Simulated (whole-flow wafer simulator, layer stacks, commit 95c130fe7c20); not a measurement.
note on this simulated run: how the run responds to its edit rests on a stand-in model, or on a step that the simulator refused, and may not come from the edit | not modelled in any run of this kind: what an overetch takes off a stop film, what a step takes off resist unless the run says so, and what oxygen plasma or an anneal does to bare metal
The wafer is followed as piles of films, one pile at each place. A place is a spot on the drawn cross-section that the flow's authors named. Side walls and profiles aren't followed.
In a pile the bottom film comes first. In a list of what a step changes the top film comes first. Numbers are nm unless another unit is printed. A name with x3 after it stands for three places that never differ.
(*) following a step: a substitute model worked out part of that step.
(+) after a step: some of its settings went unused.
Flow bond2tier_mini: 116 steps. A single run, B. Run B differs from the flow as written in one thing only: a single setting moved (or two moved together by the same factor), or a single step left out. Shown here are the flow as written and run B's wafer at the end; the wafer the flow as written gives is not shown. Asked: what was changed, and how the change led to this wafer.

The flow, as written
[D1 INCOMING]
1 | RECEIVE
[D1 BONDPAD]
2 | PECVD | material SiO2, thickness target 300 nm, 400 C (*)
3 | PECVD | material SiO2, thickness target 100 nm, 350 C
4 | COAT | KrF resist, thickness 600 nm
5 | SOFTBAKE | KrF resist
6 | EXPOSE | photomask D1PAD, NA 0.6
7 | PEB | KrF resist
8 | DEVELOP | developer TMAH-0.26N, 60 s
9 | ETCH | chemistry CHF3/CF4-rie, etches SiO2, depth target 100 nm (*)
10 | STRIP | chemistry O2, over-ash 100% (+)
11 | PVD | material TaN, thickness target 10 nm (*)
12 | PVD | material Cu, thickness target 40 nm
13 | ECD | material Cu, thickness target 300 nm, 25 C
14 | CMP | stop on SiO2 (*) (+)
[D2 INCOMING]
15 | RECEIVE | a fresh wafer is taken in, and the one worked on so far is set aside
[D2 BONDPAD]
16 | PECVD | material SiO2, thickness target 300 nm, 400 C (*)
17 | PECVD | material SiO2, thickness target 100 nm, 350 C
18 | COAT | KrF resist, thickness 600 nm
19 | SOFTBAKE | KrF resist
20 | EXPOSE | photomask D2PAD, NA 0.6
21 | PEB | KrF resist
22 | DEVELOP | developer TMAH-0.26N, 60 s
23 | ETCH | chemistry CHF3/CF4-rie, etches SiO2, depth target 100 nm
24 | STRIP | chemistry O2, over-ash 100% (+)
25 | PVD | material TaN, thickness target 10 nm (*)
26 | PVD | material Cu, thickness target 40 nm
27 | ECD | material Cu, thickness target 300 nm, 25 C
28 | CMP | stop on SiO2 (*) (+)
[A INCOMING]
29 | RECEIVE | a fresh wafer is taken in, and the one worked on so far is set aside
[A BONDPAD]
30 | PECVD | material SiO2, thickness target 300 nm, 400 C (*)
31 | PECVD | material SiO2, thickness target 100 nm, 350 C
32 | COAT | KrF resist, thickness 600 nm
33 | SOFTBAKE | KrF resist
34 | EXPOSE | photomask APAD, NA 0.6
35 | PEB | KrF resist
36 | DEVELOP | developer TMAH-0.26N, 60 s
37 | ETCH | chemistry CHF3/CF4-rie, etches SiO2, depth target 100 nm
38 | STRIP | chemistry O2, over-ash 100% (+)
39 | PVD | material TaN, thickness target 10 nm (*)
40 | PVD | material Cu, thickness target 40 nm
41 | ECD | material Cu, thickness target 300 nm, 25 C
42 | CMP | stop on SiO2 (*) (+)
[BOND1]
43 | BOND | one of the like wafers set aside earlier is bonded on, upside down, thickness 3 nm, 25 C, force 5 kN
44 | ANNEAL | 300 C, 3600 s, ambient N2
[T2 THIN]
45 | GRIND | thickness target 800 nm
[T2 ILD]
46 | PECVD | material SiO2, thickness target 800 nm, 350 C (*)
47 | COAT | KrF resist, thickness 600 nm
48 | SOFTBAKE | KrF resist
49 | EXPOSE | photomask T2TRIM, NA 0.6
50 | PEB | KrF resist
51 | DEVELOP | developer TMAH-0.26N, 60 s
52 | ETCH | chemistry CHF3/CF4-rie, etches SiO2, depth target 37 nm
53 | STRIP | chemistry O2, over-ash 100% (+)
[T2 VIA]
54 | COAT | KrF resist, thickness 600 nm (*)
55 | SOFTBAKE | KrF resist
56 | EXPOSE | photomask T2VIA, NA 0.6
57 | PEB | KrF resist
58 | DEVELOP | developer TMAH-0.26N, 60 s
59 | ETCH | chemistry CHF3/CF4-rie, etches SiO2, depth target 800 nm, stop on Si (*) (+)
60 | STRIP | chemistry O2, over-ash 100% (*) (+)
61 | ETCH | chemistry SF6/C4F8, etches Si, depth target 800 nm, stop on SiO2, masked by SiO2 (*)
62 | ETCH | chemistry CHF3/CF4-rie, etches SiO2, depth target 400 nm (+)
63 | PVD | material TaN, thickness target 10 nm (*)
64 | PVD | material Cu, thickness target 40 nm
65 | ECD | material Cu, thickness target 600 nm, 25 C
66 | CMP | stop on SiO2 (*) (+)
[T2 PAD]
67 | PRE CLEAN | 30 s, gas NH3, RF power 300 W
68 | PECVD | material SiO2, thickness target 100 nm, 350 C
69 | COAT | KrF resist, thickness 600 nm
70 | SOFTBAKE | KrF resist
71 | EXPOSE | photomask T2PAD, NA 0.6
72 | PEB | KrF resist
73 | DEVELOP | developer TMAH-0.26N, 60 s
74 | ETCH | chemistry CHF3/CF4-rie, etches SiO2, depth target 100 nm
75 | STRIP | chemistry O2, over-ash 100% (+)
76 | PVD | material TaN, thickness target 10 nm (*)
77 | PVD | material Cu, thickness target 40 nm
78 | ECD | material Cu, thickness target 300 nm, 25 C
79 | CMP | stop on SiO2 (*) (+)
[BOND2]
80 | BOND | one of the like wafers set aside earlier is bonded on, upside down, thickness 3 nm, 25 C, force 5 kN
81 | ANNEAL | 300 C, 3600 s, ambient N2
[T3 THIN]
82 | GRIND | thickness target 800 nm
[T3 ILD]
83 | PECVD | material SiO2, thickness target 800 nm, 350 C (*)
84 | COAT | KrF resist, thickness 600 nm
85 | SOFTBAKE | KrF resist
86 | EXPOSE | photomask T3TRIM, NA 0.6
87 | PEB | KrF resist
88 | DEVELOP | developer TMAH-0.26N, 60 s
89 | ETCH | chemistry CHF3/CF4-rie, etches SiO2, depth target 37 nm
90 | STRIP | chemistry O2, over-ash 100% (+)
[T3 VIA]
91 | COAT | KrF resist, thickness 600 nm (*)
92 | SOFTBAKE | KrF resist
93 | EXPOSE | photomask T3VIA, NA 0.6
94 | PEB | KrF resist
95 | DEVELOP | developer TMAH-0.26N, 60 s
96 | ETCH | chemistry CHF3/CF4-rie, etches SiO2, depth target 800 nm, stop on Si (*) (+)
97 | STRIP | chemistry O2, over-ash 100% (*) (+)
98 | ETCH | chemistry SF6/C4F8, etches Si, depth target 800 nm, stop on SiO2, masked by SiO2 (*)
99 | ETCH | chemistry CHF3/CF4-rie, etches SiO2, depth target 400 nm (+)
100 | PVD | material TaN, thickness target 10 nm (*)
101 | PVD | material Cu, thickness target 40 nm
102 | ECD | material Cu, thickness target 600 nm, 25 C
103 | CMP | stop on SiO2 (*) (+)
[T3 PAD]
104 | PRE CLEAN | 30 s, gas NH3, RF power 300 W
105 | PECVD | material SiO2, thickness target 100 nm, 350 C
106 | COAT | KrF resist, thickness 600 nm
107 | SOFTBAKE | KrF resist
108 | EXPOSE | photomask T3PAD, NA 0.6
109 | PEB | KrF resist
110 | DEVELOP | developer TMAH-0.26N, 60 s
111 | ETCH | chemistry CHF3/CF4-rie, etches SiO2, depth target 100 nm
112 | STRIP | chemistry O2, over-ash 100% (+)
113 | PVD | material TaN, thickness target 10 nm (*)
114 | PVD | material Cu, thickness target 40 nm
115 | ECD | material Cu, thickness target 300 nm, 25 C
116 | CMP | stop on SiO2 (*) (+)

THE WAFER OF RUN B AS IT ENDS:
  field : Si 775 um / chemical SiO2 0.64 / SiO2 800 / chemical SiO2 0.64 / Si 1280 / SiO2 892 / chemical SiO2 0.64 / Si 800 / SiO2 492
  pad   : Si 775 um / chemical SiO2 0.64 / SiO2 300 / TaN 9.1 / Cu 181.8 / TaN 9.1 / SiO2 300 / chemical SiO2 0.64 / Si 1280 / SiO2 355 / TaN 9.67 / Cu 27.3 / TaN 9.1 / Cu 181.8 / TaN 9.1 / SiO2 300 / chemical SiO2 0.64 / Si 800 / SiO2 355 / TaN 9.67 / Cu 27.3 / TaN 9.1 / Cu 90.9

The reason: step 45, GRIND: thickness target 1280 nm was run, whereas the flow has thickness target 800 nm.
The wafer itself shows it: field has Si 1280, and step 45 as written asks for 800 nm.

The path from the change to this, step by step:
  45 | GRIND | thickness target 800 nm
      field, pad, via: Si loses 773.72 um (as written it would have been: Si loses 774.2 um)
